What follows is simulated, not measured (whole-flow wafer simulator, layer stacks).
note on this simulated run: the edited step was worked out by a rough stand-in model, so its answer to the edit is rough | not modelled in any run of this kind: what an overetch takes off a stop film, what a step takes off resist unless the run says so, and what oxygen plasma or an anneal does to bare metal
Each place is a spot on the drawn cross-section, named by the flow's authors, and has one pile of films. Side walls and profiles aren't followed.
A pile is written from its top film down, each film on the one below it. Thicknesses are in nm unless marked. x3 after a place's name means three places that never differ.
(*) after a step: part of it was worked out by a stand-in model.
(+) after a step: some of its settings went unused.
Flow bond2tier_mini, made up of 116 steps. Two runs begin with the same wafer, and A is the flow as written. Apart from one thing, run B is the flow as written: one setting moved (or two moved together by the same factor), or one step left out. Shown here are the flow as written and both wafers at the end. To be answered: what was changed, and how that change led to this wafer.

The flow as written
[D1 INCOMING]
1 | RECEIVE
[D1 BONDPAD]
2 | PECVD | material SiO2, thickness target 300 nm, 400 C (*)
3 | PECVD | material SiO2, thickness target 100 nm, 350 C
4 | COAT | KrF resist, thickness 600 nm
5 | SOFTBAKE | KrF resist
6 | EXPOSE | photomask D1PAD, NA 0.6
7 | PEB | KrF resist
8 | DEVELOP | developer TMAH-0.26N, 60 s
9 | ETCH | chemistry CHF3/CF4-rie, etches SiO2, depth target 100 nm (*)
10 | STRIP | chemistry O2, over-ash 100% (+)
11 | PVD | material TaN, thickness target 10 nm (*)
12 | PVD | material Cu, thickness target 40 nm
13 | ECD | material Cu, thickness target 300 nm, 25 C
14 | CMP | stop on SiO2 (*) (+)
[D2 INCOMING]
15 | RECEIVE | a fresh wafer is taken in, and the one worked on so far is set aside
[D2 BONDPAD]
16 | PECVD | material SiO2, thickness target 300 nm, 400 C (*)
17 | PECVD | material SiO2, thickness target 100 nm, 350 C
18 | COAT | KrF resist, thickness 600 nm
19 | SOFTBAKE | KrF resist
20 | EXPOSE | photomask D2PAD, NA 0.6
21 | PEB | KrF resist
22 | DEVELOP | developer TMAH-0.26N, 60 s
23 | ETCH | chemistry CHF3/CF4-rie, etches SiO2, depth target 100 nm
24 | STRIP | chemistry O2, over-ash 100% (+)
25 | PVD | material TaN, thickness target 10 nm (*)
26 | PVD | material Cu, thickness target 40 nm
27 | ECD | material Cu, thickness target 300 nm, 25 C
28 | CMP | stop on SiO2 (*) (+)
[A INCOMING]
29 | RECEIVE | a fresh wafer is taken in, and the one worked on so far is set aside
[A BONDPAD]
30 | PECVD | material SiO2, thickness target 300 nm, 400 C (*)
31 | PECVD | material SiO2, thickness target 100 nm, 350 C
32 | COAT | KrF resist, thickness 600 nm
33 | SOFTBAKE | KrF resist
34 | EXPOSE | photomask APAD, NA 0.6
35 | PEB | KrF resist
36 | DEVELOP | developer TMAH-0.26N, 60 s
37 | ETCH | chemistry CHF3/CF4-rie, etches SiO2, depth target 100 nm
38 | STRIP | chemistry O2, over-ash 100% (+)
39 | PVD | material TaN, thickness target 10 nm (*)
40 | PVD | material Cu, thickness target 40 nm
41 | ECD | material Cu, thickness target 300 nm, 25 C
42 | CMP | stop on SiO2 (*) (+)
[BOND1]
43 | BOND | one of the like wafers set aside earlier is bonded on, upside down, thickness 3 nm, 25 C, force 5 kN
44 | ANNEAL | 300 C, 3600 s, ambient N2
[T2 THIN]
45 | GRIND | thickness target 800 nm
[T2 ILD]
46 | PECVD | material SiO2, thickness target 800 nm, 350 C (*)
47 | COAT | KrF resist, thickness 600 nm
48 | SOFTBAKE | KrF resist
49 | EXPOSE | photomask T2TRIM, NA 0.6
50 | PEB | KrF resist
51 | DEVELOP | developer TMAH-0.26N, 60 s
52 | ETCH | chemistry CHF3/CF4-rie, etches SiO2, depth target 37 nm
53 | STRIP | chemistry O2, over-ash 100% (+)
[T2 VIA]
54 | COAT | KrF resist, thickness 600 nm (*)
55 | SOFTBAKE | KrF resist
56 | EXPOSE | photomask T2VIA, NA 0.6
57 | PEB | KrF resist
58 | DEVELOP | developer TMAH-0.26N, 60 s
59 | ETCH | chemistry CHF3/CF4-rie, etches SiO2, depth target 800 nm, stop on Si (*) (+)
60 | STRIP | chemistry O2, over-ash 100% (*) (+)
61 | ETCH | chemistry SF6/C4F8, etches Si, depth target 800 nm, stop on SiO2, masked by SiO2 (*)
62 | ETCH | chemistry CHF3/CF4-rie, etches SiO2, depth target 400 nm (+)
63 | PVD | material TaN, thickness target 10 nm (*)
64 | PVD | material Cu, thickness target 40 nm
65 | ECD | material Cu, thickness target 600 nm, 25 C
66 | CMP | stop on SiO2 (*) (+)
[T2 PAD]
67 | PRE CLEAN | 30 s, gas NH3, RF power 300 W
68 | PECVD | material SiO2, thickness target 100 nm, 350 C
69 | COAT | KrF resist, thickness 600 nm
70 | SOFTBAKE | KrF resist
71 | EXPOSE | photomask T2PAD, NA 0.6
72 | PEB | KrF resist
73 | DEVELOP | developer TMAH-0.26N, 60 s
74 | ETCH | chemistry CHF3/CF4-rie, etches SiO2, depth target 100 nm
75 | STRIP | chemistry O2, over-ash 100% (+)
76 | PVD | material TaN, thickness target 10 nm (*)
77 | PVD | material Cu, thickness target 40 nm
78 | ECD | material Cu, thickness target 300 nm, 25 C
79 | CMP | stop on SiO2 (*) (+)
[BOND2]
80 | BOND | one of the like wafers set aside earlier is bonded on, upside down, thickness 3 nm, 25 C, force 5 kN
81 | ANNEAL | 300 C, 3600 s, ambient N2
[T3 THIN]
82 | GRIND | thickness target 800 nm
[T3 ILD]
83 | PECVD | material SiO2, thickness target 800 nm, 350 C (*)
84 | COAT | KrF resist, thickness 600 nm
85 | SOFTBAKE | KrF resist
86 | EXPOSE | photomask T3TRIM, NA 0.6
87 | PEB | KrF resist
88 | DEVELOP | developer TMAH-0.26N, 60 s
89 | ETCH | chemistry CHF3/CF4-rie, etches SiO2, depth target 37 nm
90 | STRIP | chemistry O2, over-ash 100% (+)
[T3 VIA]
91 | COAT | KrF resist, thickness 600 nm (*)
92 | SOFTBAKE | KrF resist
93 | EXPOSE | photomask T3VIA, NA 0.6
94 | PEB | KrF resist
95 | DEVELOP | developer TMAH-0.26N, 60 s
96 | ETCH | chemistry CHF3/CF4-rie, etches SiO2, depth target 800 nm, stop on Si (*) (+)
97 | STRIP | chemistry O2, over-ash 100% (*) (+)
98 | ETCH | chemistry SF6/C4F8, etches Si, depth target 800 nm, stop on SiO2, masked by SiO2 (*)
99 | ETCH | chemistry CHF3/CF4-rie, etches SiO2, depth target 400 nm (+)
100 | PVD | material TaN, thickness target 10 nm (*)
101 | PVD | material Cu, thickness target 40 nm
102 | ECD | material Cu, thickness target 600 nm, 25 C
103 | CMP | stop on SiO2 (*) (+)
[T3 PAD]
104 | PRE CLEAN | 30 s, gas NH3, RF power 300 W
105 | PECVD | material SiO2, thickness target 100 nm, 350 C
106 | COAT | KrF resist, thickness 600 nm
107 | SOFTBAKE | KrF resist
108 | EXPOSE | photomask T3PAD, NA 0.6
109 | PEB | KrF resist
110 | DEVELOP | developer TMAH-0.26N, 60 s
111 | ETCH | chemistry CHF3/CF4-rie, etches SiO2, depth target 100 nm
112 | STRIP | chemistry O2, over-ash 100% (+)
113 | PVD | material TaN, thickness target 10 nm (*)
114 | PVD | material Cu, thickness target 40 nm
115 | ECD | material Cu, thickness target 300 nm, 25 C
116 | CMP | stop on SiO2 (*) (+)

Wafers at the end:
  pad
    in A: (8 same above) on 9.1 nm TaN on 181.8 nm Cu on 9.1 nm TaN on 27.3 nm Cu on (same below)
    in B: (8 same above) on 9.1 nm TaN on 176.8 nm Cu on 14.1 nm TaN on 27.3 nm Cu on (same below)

The reason: step 76, PVD: thickness target 15.5 nm was run, whereas the flow has thickness target 10 nm.

Step by step, how the change led to this:
  76 | PVD | material TaN, thickness target 10 nm (*)
      field: A +10 TaN (new film) | B +15.5 TaN (new film)
      pad: A +9.1 TaN (new film) | B +14.1 TaN (new film)
  79 | CMP | stop on SiO2 (*) (+)
      field: A -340 Cu (all of it), -10 TaN (all of it) | B -340 Cu (all of it), -15.5 TaN (all of it)
